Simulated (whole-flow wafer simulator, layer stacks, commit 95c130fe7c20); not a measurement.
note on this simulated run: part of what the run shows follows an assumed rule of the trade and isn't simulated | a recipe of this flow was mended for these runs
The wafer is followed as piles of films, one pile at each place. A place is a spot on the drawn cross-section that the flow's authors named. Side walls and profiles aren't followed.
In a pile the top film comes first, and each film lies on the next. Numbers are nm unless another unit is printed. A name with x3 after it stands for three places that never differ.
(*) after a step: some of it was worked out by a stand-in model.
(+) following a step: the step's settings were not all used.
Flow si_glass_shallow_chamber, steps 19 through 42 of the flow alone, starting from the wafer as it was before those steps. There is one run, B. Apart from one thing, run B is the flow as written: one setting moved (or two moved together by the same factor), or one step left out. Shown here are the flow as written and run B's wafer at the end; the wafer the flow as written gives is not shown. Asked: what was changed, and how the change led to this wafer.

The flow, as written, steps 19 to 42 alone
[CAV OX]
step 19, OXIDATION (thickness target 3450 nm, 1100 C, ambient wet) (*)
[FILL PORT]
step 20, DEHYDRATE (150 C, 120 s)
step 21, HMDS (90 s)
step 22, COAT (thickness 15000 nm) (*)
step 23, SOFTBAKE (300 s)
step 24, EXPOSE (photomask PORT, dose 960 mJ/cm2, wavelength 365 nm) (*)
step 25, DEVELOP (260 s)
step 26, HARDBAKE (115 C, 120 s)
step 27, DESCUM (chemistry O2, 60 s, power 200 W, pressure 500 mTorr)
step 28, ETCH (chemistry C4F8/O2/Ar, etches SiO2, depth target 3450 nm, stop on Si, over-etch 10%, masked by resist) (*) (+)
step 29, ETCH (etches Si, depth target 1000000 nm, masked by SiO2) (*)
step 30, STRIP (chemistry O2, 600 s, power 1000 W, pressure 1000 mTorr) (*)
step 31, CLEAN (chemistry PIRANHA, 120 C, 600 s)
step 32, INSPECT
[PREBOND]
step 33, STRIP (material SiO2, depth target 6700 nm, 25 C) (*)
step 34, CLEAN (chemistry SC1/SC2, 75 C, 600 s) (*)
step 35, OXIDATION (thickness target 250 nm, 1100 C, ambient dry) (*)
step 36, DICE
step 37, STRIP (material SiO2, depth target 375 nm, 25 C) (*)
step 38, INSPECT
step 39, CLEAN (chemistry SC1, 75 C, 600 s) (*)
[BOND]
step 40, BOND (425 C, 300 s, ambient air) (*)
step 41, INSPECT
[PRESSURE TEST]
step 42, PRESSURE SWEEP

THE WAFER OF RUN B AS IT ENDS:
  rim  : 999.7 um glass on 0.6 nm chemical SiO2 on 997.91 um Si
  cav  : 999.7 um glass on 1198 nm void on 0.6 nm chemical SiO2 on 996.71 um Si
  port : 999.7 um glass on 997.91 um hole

The reason: step 19, OXIDATION: thickness target 4032 nm was run, though the flow has thickness target 3450 nm.

How this came from the change, step by step:
  step 19, OXIDATION (thickness target 3450 nm, 1100 C, ambient wet) (*)
      rim, ramp, septum, ring: SiO2 gains 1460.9, Si loses 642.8 (in the flow as written it would be: SiO2 gains 1110.9, Si loses 488.8)
      cav, port: SiO2 gains 4032 (new film), chemical SiO2 loses 0.6 (all of it), Si loses 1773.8 (in the flow as written it would be: SiO2 gains 3450 (new film), chemical SiO2 loses 0.6 (all of it), Si loses 1517.7)
  step 22, COAT (thickness 15000 nm) (*)
      rim: thick-i-line-resist gains 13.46 um (new film) (in the flow as written it would be: thick-i-line-resist gains 13.4 um (new film))
      ramp: thick-i-line-resist gains 12.96 um (new film) (in the flow as written it would be: thick-i-line-resist gains 12.89 um (new film))
      (and at 3 other places as well)
  step 23, SOFTBAKE (300 s)
      rim: thick-i-line-resist loses 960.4 (in the flow as written it would be: thick-i-line-resist loses 997)
      ramp: thick-i-line-resist loses 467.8 (in the flow as written it would be: thick-i-line-resist loses 487.1)
      (and at 4 other places as well)
  step 25, DEVELOP (260 s)
      port: thick-i-line-resist loses 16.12 um (all of it) (in the flow as written it would be: thick-i-line-resist loses 16.16 um (all of it))
  step 28, ETCH (chemistry C4F8/O2/Ar, etches SiO2, depth target 3450 nm, stop on Si, over-etch 10%, masked by resist) (*) (+)
      port: SiO2 loses 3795 (in the flow as written it would be: SiO2 loses 3450 (all of it), Si loses 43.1)
  step 29, ETCH (etches Si, depth target 1000000 nm, masked by SiO2) (*)
      port: hole gains 997.07 um (new film), SiO2 loses 237 (all of it), Si loses 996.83 um (all of it) (in the flow as written it would be: hole gains 997.05 um (new film), Si loses 997.05 um (all of it))
      rim, ramp: thick-i-line-resist loses 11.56 um (all of it), SiO2 loses 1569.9 (in the flow as written it would be: thick-i-line-resist loses 11.47 um (all of it), SiO2 loses 1617.3)
      (and at 2 other places as well)
  step 30, STRIP (chemistry O2, 600 s, power 1000 W, pressure 1000 mTorr) (*)
      cav: thick-i-line-resist loses 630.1 (all of it) (in the flow as written it would be: thick-i-line-resist loses 669.6 (all of it))
  step 33, STRIP (material SiO2, depth target 6700 nm, 25 C) (*)
      rim, ramp: SiO2 loses 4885 (all of it) (in the flow as written it would be: SiO2 loses 4487.5 (all of it))
      cav: SiO2 loses 4032 (all of it) (in the flow as written it would be: SiO2 loses 3450 (all of it))
      (and at 2 other places as well)
  step 40, BOND (425 C, 300 s, ambient air) (*)
      cav: glass gains 999.7 um (new film), void gains 1198 (new film) (in the flow as written it would be: glass gains 999.7 um (new film), void gains 1095.9 (new film))
      port: glass gains 999.7 um (new film), hole gains 839.2 (in the flow as written it would be: glass gains 999.7 um (new film), hole gains 1017.3)
